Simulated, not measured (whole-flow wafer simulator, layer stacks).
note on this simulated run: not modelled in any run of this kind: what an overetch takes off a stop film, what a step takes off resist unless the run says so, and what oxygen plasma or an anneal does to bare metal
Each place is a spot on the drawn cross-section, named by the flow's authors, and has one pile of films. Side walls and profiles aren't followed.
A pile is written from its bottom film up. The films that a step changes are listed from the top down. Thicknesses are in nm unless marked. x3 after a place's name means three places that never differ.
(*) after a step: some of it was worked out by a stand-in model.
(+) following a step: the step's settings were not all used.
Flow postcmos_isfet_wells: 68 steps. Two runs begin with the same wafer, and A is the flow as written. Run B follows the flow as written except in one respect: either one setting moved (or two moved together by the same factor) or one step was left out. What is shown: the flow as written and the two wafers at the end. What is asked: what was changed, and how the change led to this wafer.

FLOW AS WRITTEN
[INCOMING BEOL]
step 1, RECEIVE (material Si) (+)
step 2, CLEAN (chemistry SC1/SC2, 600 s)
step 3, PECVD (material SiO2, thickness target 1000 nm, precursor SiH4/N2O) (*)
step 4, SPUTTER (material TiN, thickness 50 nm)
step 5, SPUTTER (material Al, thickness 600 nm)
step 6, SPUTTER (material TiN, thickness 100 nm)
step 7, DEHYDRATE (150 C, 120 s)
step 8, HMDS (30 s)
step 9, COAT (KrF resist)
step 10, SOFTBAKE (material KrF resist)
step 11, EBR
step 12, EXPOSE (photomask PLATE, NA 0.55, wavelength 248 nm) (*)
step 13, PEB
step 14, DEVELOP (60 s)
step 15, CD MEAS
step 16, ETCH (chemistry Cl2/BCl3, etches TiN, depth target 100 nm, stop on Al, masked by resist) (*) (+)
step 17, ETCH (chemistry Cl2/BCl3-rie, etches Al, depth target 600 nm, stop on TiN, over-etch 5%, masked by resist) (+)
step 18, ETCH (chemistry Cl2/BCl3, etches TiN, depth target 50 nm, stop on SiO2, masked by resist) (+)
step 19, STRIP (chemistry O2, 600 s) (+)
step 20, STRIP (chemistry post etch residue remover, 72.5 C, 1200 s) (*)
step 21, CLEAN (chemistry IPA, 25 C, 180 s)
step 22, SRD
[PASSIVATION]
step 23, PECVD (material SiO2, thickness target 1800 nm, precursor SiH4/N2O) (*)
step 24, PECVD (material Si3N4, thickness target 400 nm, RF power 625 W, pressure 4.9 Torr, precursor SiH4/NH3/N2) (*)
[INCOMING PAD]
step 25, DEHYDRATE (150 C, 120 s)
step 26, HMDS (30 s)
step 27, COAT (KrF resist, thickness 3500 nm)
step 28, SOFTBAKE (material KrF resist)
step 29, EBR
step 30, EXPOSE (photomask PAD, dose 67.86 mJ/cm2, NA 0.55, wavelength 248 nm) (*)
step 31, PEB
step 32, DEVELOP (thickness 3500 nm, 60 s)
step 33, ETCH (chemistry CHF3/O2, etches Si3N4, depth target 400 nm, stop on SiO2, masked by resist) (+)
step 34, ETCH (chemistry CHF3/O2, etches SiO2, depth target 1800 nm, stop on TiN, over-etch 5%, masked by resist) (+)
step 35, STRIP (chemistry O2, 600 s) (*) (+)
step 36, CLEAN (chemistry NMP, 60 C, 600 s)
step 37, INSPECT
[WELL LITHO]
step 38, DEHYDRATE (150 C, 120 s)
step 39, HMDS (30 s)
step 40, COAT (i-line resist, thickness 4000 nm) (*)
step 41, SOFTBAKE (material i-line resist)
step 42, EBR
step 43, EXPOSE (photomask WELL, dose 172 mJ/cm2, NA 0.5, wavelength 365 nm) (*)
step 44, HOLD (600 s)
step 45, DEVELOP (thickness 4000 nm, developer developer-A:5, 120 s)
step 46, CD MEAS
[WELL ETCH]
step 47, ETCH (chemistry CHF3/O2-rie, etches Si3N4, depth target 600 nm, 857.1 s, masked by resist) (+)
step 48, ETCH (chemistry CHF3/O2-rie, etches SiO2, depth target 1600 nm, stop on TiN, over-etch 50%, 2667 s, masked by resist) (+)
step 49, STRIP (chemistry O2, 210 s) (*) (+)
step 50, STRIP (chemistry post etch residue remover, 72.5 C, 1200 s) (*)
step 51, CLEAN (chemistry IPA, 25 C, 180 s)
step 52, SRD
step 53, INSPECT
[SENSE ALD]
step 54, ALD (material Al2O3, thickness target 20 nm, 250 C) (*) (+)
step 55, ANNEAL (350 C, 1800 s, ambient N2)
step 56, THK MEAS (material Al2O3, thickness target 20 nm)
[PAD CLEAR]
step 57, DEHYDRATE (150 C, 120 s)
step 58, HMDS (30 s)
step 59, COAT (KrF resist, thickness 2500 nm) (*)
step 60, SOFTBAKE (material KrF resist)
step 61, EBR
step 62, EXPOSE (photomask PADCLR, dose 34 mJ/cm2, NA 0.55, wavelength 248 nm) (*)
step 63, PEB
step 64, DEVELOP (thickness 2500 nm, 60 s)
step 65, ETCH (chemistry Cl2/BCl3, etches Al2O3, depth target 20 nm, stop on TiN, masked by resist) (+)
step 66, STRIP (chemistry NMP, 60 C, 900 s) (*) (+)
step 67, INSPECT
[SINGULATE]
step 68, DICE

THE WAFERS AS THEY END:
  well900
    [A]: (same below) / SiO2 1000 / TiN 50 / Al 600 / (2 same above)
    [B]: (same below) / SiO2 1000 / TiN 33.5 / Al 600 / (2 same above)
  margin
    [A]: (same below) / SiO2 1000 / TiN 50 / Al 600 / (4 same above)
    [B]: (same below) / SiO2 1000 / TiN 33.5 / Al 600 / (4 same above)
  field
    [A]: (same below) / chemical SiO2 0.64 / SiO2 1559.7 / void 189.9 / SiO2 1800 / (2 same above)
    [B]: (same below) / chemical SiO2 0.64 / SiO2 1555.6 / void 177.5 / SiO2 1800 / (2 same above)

The reason: step 4, SPUTTER: thickness 33.5 nm was run, while the flow as written has thickness 50 nm.
The wafer itself shows it: well900 has TiN 33.5, and step 4 as written asks for 50 nm.

How this came from the change, step by step:
  step 4, SPUTTER (material TiN, thickness 50 nm)
      field, margin, well900, well1300 x3, pad_rim, pad_clr, pad_open: A +50 TiN (new film) | B +33.5 TiN (new film)
  step 18, ETCH (chemistry Cl2/BCl3, etches TiN, depth target 50 nm, stop on SiO2, masked by resist) (+)
      field: A -50 TiN (all of it) | B -33.5 TiN (all of it)
  step 23, PECVD (material SiO2, thickness target 1800 nm, precursor SiH4/N2O) (*)
      field: A +1800 SiO2 (new film), +189.9 void (new film), +559.7 SiO2 | B +1800 SiO2 (new film), +177.5 void (new film), +555.6 SiO2
